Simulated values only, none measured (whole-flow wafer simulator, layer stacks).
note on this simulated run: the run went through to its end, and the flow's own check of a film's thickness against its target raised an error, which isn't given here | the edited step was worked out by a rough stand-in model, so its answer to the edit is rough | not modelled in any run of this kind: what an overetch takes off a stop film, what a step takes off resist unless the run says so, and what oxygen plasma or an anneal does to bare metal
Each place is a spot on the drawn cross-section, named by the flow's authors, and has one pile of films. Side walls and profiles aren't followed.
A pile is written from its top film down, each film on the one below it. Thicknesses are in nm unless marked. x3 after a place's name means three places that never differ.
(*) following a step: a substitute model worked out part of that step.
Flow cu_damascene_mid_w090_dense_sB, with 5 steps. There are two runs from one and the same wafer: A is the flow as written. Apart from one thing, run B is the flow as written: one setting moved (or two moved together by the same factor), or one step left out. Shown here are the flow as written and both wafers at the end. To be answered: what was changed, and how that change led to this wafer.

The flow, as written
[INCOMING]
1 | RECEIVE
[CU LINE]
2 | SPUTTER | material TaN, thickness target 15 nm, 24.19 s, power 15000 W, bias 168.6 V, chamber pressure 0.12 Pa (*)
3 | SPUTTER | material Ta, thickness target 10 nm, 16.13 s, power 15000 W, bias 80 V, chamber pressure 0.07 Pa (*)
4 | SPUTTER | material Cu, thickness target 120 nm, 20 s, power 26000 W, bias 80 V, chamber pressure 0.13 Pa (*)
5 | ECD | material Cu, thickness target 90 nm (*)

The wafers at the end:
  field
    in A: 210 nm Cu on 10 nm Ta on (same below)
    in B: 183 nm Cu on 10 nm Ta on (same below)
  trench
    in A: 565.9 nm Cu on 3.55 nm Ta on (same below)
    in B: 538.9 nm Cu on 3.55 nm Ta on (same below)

What caused this: step 5, ECD: thickness target 63 nm was run, though the flow has thickness target 90 nm.

How this came from the change, step by step:
  5 | ECD | material Cu, thickness target 90 nm (*)
      field: A +90 Cu | B +63 Cu
      trench: A +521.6 Cu | B +494.6 Cu
